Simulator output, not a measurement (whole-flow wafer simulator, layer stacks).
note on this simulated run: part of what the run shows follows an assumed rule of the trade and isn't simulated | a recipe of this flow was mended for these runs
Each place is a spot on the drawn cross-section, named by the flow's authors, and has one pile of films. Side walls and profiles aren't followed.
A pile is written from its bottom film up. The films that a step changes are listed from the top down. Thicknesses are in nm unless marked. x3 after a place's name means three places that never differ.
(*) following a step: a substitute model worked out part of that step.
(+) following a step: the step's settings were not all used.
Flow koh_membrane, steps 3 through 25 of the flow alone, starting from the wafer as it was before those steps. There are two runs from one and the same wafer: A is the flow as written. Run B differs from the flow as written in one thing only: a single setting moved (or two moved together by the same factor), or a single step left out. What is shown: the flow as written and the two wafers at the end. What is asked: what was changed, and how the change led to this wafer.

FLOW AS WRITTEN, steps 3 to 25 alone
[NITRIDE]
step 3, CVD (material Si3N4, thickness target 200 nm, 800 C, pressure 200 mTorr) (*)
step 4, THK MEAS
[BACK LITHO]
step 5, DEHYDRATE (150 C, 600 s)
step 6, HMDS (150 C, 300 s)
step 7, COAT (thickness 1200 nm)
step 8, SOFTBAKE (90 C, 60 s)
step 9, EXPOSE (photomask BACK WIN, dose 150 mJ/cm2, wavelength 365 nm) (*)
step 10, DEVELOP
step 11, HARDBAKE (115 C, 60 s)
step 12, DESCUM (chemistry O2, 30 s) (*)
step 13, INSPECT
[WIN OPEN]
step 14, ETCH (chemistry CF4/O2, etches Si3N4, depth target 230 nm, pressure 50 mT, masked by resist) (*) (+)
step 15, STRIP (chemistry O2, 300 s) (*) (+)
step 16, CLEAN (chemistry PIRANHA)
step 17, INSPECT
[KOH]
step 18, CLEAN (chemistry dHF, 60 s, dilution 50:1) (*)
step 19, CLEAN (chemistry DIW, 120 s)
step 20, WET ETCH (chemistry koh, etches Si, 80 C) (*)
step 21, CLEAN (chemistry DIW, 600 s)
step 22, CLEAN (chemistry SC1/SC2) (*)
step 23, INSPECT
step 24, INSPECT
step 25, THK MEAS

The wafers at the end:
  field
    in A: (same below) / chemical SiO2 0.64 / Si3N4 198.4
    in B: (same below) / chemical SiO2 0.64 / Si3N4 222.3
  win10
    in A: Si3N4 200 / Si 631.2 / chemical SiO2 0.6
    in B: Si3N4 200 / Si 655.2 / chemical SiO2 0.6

What caused this: step 3, CVD: thickness target 224 nm was run, whereas the flow has thickness target 200 nm; step 18, CLEAN: 67 s was run, where the flow has 60 s.

How this came from the change, step by step:
  step 3, CVD (material Si3N4, thickness target 200 nm, 800 C, pressure 200 mTorr) (*)
      field, win20 x4, win10: A Si3N4 gains 200 (new film) | B Si3N4 gains 224 (new film)
  step 14, ETCH (chemistry CF4/O2, etches Si3N4, depth target 230 nm, pressure 50 mT, masked by resist) (*) (+)
      win20 x4, win10: A Si3N4 loses 200 (all of it), chemical SiO2 loses 0.64 (all of it), Si loses 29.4 | B Si3N4 loses 224 (all of it), chemical SiO2 loses 0.64 (all of it), Si loses 5.36
